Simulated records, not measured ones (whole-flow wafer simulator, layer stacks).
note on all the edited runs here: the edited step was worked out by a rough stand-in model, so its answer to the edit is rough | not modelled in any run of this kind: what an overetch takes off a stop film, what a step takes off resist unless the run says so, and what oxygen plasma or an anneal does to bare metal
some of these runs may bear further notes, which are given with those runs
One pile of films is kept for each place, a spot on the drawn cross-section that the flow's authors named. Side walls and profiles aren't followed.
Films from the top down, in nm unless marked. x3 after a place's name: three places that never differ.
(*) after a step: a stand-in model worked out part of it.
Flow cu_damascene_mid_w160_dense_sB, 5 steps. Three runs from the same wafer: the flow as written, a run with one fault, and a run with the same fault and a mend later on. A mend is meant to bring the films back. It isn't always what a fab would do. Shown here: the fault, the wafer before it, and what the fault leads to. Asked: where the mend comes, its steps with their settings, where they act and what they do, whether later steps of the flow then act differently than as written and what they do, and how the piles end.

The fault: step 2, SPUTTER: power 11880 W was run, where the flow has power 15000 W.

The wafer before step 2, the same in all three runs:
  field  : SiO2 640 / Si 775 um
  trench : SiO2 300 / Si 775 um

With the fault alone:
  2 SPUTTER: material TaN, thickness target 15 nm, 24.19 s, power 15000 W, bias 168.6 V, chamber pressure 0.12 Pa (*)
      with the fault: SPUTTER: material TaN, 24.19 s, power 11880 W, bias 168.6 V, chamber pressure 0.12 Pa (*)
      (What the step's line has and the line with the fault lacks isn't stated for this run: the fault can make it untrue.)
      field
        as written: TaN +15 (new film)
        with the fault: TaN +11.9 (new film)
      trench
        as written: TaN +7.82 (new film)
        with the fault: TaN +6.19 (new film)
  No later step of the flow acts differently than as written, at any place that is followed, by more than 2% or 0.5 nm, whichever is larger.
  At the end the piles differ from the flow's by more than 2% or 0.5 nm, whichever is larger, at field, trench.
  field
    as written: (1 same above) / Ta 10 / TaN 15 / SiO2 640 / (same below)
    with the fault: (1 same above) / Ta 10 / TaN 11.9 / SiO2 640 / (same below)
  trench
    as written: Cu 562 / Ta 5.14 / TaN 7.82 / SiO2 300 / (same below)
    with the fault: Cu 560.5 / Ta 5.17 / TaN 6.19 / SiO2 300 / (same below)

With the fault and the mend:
  The mend comes after step 2.
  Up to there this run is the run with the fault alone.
  2a SPUTTER: material TaN, thickness target 3.1 nm, 5.038 s, power 15000 W, bias 168.6 V, chamber pressure 0.12 Pa (*) (the flow's step 2 once more, with other settings)
      field
        TaN +3.1
      trench
        TaN +1.57
  No later step of the flow acts differently than as written, at any place that is followed, by more than 2% or 0.5 nm, whichever is larger.
  At the end the piles differ from the flow's only slightly at the places that both follow, by at most 2% or 0.5 nm, whichever is larger.
